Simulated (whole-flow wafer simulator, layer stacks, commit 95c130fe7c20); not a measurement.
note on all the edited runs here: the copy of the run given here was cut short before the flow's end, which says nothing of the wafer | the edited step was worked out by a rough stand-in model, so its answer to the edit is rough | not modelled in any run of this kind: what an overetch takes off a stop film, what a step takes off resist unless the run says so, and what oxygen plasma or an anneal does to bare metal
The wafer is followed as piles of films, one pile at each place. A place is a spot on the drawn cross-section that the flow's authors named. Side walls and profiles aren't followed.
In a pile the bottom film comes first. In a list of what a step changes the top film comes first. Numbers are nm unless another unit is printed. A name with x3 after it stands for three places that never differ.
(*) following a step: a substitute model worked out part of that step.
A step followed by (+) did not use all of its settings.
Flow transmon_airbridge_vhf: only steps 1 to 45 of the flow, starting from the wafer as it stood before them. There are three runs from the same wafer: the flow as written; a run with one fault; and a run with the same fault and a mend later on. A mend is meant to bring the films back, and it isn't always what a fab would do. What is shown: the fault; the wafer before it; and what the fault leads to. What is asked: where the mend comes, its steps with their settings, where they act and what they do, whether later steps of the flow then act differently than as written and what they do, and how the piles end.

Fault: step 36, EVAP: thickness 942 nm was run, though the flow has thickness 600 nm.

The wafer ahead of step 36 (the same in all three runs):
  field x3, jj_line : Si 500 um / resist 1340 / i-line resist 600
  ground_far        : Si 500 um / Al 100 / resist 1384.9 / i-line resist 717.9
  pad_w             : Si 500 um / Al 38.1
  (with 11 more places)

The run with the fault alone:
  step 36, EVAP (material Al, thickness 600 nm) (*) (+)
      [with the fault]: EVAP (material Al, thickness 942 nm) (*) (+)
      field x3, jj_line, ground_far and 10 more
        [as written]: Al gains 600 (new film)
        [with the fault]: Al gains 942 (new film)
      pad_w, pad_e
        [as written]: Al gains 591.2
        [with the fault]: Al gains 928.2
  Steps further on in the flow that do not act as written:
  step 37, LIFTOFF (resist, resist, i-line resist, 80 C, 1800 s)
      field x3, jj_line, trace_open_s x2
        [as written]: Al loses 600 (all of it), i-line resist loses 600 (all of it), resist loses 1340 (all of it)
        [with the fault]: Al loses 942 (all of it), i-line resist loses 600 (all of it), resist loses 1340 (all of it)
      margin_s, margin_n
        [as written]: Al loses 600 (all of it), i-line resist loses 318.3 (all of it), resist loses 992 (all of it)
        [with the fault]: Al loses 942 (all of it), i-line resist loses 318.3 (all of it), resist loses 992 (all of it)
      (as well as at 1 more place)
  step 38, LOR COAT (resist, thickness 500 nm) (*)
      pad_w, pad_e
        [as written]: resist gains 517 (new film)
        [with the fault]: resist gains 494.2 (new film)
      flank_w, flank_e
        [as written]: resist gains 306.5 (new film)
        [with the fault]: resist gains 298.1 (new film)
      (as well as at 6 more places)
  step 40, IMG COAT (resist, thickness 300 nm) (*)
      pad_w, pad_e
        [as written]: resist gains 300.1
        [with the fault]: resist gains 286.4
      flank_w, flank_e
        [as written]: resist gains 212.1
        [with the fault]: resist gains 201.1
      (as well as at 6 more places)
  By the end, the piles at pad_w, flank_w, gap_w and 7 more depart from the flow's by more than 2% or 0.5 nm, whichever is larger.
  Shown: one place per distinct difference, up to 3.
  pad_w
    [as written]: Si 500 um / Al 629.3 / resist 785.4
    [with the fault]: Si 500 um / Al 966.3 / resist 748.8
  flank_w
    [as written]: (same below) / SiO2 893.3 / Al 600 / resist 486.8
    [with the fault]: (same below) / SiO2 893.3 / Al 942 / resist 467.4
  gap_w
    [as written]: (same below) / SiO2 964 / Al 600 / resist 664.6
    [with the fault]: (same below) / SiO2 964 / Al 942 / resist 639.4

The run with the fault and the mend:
  The mend stands after step 36.
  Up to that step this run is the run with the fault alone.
  step 36a, METAL ETCH (etches Al, depth 342 nm) (a further turn of the flow's step 11, with different settings)
      field x3, jj_line, ground_far and 12 more
        Al loses 342
  Later steps of the flow that are run all act as written at every place that is followed, up to a difference of at most 2% or 0.5 nm, whichever is larger.
  At the end the piles are close to the flow's at the places that both follow, differing by at most 2% or 0.5 nm, whichever is larger.
